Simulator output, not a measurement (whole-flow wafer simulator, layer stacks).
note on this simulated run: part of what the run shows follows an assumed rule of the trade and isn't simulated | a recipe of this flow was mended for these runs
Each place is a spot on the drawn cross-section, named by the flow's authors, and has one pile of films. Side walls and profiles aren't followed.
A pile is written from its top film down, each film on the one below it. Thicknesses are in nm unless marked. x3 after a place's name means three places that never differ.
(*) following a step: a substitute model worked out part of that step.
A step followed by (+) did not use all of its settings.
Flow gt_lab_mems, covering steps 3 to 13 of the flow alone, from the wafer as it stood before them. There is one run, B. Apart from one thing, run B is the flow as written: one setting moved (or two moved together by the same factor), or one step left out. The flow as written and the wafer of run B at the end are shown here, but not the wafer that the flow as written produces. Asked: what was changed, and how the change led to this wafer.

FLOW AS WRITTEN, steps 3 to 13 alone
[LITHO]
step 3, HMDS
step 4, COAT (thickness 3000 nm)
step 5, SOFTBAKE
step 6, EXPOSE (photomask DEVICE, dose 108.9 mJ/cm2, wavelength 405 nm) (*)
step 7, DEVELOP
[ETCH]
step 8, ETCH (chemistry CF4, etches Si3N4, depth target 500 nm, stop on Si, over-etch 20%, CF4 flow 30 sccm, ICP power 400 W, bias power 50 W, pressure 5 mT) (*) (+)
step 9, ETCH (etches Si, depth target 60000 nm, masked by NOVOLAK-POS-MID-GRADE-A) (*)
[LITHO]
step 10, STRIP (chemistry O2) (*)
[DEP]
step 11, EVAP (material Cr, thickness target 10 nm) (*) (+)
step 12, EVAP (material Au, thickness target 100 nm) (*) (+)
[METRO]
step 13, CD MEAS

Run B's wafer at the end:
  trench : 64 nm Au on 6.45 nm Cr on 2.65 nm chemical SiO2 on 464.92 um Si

The reason: step 8, ETCH: depth target 620 nm was run, whereas the flow has depth target 500 nm.

The path from the change to this, step by step:
  step 8, ETCH (chemistry CF4, etches Si3N4, depth target 500 nm, stop on Si, over-etch 20%, CF4 flow 30 sccm, ICP power 400 W, bias power 50 W, pressure 5 mT) (*) (+)
      field: g/i-line-resist loses 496 (in the flow as written it would be: g/i-line-resist loses 400)
      trench: Si3N4 loses 500 (all of it), chemical SiO2 loses 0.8 (all of it), Si loses 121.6 (in the flow as written it would be: Si3N4 loses 500 (all of it), chemical SiO2 loses 0.8 (all of it), Si loses 49.6)
  step 10, STRIP (chemistry O2) (*)
      field: g/i-line-resist loses 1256 (all of it) (in the flow as written it would be: g/i-line-resist loses 1352 (all of it))
